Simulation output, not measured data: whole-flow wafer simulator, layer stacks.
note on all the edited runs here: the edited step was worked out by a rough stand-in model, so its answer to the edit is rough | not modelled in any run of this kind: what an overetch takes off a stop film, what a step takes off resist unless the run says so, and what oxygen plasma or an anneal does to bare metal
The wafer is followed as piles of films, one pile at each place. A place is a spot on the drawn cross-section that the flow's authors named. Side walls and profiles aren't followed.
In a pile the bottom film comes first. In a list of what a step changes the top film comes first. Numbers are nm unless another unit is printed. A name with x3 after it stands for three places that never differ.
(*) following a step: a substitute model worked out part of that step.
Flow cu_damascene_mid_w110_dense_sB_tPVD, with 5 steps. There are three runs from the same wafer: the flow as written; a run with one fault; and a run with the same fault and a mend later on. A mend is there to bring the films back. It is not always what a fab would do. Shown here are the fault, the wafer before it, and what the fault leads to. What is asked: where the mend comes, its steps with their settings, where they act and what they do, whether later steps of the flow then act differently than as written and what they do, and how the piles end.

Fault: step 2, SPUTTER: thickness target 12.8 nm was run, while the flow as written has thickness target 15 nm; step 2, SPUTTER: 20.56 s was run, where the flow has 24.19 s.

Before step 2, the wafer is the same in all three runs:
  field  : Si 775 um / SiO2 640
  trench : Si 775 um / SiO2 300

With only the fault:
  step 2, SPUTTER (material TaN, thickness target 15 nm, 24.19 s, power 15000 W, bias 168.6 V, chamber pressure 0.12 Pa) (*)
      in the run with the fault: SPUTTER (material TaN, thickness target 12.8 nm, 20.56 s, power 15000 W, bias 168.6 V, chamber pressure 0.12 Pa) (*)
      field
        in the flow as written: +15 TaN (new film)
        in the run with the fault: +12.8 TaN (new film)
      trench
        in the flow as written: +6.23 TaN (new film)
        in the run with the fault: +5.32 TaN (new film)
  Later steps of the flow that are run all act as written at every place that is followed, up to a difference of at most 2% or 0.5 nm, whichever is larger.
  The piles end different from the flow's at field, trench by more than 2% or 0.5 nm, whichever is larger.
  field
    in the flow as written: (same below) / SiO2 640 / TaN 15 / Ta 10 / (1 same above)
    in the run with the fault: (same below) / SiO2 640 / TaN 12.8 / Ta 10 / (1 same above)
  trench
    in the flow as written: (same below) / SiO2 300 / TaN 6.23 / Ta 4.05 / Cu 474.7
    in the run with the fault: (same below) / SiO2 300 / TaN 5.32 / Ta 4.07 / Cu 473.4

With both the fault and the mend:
  The mend follows step 2.
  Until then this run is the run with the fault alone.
  step 2a, SPUTTER (material TaN, thickness target 2.2 nm, 3.548 s, power 15000 W, bias 168.6 V, chamber pressure 0.12 Pa) (*) (the flow's step 2, run once more with other settings)
      field
        +2.2 TaN
      trench
        +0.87 TaN
  Later steps of the flow that are run all act as written at every place that is followed, up to a difference of at most 2% or 0.5 nm, whichever is larger.
  The piles end only slightly different from the flow's at the places that both follow, by no more than 2% or 0.5 nm, whichever is larger.
